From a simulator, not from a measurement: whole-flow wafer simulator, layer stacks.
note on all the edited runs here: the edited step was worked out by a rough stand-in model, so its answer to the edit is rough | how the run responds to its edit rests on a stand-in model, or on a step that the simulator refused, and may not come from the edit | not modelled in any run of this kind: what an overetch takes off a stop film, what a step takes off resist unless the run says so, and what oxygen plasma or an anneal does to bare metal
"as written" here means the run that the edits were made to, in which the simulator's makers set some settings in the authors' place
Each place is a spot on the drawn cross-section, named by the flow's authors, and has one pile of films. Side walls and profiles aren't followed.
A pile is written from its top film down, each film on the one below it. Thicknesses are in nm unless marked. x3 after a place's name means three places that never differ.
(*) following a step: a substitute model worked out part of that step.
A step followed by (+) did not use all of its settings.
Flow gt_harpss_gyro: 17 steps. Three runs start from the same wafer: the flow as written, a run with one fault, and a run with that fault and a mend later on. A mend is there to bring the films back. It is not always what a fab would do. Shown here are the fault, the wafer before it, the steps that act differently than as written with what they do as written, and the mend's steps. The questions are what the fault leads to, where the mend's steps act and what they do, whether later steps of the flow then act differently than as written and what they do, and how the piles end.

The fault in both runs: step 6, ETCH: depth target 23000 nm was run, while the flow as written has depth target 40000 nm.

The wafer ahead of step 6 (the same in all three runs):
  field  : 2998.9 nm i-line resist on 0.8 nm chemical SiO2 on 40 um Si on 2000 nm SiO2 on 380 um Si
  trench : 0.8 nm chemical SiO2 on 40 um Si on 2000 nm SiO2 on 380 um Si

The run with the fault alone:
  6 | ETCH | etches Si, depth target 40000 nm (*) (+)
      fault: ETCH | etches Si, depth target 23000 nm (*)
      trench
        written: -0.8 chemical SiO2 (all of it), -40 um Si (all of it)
        fault: -0.8 chemical SiO2 (all of it), -23 um Si
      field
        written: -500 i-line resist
        fault: -287.5 i-line resist
  Steps further on in the flow that do not act as written (2 more steps, not shown, differ only slightly: by at most 2% or 0.5 nm, whichever is larger):
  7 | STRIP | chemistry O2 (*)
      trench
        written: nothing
        fault: +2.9 chemical SiO2 (new film), -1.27 Si
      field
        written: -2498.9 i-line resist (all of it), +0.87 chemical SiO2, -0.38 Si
        fault: -2711.4 i-line resist (all of it), +0.89 chemical SiO2, -0.39 Si
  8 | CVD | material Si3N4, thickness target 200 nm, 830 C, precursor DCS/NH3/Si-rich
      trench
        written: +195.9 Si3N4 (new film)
        fault: +200 Si3N4 (new film)
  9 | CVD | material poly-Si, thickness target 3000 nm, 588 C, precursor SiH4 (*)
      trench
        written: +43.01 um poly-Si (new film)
        fault: +26 um poly-Si (new film)
  The piles end different from the flow's at trench by more than 2% or 0.5 nm, whichever is larger.
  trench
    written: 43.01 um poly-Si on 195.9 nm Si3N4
    fault: 26 um poly-Si on 200 nm Si3N4 on 2.9 nm chemical SiO2 on 17 um Si

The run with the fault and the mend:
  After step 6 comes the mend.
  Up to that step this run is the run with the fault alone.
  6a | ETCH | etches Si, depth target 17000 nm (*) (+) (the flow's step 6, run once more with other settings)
      field
        -212.5 i-line resist
      trench
        -17 um Si (all of it)
  Every later step of the flow that is run acts as written at every place that is followed.
  At every place that both follow, the piles at the end match the flow's.
